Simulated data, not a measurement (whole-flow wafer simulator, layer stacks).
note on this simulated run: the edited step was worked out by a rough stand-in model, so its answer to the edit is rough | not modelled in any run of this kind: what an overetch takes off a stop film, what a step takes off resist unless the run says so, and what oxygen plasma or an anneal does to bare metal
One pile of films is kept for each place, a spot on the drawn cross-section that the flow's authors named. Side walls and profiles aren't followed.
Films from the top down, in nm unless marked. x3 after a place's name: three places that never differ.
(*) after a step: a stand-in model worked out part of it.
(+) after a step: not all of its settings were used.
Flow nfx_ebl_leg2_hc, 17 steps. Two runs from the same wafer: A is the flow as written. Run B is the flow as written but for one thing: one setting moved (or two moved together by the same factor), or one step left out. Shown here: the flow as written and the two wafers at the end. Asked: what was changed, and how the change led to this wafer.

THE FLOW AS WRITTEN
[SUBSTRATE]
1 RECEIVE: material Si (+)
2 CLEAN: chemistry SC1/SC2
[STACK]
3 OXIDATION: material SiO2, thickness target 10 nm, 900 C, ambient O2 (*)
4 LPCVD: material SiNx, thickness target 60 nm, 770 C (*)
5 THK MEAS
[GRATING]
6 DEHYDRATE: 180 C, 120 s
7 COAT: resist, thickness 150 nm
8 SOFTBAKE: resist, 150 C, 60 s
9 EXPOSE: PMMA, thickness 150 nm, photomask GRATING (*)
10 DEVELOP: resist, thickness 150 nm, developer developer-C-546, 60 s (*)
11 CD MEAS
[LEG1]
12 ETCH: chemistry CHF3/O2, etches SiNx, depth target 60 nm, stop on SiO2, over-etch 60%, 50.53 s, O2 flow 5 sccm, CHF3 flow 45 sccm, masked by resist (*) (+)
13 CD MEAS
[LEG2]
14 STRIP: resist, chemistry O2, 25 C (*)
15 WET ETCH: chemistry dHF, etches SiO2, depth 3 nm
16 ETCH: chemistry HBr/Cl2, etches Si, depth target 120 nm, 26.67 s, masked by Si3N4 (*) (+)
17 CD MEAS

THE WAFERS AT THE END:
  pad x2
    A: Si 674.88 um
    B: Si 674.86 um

The cause: step 16, ETCH: depth target 135 nm was run, where the flow has depth target 120 nm.

How the change led to this, step by step:
  16 ETCH: chemistry HBr/Cl2, etches Si, depth target 120 nm, 26.67 s, masked by Si3N4 (*) (+)
      pad x2: A Si -120 | B Si -135
